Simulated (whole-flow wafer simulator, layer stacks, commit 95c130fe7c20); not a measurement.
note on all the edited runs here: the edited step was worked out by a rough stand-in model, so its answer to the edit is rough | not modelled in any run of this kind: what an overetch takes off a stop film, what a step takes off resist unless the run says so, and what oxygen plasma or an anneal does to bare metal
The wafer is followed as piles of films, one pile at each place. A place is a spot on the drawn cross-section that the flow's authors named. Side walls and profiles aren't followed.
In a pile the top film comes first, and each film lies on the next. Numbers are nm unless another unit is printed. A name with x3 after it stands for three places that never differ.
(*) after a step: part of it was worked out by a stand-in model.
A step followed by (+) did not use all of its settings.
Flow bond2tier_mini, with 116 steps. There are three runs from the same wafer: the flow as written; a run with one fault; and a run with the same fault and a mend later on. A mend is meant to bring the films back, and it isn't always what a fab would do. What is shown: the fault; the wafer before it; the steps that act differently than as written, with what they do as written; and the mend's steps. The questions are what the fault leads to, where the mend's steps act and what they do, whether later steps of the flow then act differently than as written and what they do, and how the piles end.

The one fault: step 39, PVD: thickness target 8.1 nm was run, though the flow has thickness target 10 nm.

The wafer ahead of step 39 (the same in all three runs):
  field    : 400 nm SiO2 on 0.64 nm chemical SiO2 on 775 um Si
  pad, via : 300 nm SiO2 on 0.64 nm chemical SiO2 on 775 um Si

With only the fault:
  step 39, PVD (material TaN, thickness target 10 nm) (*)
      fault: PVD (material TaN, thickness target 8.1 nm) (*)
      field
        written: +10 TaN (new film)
        fault: +8.1 TaN (new film)
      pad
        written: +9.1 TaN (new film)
        fault: +7.37 TaN (new film)
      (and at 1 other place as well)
  Steps further on in the flow that do not act as written (not shown: 1 more step that differs only slightly, by at most 2% or 0.5 nm, whichever is larger):
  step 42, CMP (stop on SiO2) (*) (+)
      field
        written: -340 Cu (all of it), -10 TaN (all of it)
        fault: -340 Cu (all of it), -8.1 TaN (all of it)
  The piles end different from the flow's at pad by more than 2% or 0.5 nm, whichever is larger.
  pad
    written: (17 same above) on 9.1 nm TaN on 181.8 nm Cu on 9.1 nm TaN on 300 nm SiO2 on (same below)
    fault: (17 same above) on 9.1 nm TaN on 183.5 nm Cu on 7.37 nm TaN on 300 nm SiO2 on (same below)

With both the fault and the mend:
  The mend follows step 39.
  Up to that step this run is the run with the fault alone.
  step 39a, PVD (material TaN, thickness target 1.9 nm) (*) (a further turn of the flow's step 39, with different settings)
      field
        +1.9 TaN
      pad
        +1.73 TaN
      via
        +1.89 TaN
  None of the later steps of the flow acts differently than as written at any place that is followed.
  By the end, the piles equal the flow's at every place that both follow.
